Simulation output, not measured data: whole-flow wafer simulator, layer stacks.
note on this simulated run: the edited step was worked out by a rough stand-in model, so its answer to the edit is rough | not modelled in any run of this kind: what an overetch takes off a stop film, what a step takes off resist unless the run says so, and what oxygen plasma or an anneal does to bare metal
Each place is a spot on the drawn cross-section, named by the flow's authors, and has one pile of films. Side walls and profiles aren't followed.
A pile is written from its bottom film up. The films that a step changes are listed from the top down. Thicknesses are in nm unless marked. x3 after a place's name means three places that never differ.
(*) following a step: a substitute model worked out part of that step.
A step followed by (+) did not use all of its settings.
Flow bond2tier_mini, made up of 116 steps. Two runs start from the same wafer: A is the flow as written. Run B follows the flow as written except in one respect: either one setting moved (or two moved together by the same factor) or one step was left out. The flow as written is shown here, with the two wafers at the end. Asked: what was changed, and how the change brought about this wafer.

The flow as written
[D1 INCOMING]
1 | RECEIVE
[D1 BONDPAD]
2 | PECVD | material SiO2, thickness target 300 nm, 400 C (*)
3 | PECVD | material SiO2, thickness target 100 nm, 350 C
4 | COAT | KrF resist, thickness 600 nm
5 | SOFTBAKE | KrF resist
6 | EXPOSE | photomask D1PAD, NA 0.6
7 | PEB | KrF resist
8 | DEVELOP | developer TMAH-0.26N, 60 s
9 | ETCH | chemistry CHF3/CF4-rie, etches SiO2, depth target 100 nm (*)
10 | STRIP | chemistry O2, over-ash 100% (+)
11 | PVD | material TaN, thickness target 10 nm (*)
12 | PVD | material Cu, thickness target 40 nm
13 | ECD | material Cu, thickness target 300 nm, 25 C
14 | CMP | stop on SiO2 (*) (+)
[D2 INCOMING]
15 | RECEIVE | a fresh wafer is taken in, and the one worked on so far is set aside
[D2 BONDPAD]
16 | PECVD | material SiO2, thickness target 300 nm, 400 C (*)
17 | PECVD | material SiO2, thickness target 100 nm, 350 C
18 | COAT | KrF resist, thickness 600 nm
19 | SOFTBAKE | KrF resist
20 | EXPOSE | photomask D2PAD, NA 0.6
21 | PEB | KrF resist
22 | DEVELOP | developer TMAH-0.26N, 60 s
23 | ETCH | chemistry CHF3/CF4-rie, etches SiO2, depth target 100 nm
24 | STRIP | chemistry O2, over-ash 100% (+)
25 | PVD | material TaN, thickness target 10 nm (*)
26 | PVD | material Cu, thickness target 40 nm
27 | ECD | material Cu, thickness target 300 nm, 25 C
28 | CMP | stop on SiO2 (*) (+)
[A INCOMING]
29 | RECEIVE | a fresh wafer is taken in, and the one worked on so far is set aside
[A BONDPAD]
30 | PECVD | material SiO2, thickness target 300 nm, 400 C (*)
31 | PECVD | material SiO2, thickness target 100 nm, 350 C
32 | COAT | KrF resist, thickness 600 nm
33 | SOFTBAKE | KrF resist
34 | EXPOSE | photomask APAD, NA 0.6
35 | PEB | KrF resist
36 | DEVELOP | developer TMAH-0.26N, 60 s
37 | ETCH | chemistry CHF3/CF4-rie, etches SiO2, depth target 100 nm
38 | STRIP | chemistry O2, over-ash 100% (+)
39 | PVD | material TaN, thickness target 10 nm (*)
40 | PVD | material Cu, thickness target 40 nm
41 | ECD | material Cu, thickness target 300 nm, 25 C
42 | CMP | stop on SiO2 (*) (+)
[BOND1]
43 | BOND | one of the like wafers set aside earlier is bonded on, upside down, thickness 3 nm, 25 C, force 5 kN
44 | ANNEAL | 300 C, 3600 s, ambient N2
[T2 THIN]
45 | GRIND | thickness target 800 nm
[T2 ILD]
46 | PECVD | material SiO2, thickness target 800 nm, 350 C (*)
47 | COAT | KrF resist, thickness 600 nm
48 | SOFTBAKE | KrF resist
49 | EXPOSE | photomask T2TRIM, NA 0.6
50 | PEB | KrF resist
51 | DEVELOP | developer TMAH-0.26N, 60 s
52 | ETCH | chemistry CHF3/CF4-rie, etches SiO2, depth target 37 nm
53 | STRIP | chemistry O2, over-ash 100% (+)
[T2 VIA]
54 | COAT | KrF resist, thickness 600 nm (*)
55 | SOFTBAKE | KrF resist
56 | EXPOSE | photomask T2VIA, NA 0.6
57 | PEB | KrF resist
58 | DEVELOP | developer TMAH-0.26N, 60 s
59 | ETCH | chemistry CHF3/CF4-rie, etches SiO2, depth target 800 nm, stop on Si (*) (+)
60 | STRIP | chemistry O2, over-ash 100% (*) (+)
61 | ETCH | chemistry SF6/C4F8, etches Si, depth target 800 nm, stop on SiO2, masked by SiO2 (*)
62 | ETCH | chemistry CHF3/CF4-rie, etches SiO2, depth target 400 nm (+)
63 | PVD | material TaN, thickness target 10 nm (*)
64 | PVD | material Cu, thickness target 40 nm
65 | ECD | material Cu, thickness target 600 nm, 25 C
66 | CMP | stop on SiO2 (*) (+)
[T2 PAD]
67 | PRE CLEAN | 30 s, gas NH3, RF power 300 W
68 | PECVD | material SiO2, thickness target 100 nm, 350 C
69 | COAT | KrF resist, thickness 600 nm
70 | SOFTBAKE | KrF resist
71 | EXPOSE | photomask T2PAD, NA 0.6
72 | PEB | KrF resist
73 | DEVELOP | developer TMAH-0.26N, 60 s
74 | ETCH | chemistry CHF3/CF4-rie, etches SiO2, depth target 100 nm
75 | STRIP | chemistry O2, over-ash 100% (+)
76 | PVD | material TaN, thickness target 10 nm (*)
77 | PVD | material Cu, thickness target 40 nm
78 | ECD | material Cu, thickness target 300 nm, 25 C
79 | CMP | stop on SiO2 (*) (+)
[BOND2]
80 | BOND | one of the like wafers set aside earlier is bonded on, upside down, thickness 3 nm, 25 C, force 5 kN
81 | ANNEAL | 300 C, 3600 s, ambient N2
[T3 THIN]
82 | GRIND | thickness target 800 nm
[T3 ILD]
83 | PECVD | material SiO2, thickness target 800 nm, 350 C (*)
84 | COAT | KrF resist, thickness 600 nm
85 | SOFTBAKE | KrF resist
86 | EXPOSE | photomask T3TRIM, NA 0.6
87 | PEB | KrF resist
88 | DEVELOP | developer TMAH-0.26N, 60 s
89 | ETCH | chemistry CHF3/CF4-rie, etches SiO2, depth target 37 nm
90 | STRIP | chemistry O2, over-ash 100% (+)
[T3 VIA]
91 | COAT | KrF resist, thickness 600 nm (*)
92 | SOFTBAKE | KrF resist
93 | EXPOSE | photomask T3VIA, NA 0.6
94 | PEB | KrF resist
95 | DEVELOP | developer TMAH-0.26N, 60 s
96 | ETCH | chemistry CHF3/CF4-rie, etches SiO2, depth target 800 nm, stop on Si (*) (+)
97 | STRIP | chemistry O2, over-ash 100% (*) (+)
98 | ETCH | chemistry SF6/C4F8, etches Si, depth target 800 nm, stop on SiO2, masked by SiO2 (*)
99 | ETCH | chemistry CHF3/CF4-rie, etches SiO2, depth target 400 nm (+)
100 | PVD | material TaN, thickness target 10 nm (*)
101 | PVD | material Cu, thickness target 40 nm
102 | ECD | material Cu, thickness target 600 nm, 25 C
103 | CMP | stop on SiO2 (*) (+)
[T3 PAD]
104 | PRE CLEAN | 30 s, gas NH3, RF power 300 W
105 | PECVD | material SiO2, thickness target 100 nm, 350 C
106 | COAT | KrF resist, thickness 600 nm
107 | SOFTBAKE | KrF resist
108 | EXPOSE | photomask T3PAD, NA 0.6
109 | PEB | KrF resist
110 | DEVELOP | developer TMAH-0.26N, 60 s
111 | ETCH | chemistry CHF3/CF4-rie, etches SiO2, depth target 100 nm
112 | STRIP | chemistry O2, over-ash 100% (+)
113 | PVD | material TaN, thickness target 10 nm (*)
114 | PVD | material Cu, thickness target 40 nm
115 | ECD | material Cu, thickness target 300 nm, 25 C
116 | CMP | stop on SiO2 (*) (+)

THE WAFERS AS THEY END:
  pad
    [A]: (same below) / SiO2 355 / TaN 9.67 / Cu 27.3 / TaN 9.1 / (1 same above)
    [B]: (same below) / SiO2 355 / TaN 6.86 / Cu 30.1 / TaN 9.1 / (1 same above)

Cause: step 100, PVD: thickness target 7.1 nm was run, whereas the flow has thickness target 10 nm.

The path from the change to this, step by step:
  100 | PVD | material TaN, thickness target 10 nm (*)
      field: A +10 TaN (new film) | B +7.1 TaN (new film)
      pad: A +9.67 TaN (new film) | B +6.86 TaN (new film)
  103 | CMP | stop on SiO2 (*) (+)
      field: A -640 Cu (all of it), -10 TaN (all of it) | B -640 Cu (all of it), -7.1 TaN (all of it)
